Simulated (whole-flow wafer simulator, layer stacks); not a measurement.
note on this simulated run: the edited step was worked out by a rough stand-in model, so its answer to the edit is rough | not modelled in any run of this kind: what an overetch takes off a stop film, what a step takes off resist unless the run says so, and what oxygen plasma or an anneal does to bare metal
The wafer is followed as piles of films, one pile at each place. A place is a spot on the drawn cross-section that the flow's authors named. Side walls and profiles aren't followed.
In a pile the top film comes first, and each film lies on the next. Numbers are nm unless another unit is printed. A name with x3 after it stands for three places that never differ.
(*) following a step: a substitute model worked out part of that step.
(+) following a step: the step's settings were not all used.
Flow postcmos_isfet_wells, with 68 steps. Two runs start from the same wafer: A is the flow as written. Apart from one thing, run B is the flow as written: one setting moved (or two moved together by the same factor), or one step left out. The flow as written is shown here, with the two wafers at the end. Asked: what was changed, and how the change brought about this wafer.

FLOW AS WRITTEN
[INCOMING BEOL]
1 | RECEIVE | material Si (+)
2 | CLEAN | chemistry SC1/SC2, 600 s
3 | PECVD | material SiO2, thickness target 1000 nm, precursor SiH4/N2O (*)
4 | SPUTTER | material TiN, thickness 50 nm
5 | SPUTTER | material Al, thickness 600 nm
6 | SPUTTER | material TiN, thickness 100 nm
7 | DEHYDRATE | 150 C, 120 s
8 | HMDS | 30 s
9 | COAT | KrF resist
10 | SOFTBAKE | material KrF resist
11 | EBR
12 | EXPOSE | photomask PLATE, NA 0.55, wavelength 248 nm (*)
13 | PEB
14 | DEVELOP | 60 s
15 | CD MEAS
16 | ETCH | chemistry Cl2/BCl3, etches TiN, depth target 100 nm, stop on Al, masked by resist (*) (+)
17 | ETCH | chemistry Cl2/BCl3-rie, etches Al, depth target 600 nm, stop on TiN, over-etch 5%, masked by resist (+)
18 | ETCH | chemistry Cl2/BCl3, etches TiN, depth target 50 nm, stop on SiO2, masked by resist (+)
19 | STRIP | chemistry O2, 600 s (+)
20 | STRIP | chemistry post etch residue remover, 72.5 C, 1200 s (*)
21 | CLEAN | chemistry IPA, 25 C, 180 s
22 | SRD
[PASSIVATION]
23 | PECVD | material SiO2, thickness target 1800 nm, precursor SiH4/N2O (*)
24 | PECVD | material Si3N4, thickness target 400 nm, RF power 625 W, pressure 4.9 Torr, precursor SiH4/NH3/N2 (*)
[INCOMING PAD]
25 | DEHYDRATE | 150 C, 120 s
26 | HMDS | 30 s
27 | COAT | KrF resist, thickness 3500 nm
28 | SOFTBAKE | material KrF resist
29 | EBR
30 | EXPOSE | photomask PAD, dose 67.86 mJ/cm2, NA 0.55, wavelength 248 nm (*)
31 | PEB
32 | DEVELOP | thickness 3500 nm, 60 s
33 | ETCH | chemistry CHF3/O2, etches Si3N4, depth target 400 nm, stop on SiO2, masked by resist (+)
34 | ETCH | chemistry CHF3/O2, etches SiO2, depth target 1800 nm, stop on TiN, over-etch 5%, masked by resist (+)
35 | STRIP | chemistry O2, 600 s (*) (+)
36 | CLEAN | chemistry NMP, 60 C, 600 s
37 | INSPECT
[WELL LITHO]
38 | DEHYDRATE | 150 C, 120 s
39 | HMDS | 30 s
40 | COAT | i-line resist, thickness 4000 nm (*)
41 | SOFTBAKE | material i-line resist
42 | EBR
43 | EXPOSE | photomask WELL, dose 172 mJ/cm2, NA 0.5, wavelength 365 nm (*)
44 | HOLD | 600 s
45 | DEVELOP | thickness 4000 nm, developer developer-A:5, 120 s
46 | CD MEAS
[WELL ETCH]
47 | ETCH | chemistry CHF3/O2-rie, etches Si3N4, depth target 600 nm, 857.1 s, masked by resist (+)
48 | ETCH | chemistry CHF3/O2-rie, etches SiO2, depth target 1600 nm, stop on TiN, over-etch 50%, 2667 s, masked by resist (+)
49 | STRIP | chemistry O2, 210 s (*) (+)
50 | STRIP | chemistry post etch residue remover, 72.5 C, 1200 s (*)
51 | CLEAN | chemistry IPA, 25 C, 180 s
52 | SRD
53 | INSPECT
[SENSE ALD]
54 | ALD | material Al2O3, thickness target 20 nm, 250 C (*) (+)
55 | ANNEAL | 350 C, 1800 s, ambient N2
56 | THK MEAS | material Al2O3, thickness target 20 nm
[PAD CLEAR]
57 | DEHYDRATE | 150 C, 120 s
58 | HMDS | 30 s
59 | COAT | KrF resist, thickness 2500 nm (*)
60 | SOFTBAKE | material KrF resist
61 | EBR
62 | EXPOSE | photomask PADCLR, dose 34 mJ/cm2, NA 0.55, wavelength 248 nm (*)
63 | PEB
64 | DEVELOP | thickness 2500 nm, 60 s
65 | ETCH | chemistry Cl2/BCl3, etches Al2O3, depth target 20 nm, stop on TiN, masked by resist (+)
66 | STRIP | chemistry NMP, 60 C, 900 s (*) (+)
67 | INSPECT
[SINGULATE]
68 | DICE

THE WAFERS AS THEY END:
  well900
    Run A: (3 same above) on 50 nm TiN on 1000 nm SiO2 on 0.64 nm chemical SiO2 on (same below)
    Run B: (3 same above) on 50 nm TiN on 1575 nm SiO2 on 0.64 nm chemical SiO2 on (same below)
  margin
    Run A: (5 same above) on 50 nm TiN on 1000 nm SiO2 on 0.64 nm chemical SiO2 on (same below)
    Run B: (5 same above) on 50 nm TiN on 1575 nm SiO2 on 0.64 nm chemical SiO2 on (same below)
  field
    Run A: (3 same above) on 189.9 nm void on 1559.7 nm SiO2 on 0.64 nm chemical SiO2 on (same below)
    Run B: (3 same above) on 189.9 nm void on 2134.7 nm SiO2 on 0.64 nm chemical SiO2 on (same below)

What caused this: step 3, PECVD: thickness target 1575 nm was run, whereas the flow has thickness target 1000 nm.
The wafer itself shows it: well900 has SiO2 1575, and step 3 as written asks for 1000 nm.

Step by step, how the change led to this:
  3 | PECVD | material SiO2, thickness target 1000 nm, precursor SiH4/N2O (*)
      field, margin, well900, well1300 x3, pad_rim, pad_clr, pad_open: A +1000 SiO2 (new film) | B +1575 SiO2 (new film)
